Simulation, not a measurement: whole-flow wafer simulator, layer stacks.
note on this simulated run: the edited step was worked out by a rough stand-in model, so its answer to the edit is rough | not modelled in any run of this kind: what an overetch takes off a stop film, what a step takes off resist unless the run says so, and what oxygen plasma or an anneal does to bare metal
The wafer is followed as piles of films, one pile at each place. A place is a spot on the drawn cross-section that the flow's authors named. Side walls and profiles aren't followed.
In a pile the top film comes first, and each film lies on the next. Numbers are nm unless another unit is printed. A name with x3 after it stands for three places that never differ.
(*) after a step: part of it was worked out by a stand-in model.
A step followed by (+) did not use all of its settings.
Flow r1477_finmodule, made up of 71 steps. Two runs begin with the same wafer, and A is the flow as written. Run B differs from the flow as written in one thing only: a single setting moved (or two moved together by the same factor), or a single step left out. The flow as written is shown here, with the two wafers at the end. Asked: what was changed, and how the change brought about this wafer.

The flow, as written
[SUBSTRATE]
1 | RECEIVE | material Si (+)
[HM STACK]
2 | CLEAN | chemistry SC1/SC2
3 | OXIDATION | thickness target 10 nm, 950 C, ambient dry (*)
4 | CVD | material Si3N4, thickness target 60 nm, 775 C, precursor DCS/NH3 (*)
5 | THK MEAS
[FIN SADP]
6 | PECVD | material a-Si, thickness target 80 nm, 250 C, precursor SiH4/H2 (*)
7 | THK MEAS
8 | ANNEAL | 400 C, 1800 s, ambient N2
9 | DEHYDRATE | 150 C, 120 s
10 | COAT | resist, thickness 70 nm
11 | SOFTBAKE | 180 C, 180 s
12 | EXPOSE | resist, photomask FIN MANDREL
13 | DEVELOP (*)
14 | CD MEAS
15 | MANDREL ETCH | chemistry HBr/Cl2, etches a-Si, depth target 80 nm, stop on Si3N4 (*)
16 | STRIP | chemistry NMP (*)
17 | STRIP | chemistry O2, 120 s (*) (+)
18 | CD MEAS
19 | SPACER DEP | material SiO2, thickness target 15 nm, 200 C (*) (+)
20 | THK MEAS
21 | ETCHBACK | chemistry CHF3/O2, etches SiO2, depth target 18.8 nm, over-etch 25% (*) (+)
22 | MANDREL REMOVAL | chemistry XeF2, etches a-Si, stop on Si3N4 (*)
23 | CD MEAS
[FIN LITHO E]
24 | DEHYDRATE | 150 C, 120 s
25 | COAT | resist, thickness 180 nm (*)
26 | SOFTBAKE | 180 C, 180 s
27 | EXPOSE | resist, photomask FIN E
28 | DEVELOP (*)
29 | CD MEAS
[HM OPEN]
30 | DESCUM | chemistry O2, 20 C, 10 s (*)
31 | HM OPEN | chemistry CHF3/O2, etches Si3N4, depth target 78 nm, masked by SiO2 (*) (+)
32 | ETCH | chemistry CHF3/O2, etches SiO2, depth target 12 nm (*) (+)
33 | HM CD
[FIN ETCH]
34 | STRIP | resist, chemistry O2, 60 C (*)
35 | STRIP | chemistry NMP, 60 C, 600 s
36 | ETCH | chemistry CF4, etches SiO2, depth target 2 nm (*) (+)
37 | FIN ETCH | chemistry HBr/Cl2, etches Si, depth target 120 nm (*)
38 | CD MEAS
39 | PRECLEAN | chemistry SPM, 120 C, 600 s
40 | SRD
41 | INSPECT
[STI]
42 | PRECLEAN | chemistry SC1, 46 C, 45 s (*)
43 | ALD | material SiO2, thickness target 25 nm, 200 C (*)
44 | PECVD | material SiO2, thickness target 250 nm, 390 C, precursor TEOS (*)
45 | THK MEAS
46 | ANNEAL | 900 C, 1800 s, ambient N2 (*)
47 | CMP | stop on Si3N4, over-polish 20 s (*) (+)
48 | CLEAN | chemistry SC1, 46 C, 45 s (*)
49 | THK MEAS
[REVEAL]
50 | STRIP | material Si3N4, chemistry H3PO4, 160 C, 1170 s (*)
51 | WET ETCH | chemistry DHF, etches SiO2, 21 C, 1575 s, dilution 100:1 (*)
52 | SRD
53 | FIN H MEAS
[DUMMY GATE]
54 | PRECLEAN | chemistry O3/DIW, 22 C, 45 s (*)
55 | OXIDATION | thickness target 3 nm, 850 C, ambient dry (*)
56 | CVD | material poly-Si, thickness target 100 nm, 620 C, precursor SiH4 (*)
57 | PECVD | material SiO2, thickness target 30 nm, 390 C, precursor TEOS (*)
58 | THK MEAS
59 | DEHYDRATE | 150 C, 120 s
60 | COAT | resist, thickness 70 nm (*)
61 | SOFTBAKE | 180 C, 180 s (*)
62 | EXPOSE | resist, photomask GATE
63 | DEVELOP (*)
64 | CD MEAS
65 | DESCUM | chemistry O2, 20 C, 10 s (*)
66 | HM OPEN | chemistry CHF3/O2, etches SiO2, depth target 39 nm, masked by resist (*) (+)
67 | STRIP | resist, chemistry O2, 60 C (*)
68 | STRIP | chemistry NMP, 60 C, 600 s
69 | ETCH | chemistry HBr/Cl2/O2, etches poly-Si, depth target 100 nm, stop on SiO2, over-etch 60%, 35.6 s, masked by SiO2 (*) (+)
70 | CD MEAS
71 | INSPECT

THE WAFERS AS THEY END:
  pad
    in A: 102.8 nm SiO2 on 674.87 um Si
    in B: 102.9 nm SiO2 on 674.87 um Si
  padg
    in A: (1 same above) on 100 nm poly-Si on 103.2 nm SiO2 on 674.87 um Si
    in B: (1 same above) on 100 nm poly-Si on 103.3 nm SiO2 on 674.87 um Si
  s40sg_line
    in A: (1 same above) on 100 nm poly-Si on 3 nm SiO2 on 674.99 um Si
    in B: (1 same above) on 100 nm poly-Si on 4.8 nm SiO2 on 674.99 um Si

Cause: step 55, OXIDATION: thickness target 4.8 nm was run, while the flow as written has thickness target 3 nm.
One can read it off the wafer: s40sg_line has SiO2 4.8, and step 55 as written asks for 3 nm.

The path from the change to this, step by step:
  55 | OXIDATION | thickness target 3 nm, 850 C, ambient dry (*)
      s40sg_line, s45sg_line, s50sg_line, s40so_line, s45so_line, s50so_line: A SiO2 gains 3 (new film), chemical SiO2 loses 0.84 (all of it), Si loses 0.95 | B SiO2 gains 4.8 (new film), chemical SiO2 loses 0.84 (all of it), Si loses 1.74
  67 | STRIP | resist, chemistry O2, 60 C (*)
      s40sg: A resist loses 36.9 (all of it) | B resist loses 37.9 (all of it)
      s45sg: A resist loses 36.9 (all of it) | B resist loses 37.7 (all of it)
      (as well as at 1 more place)
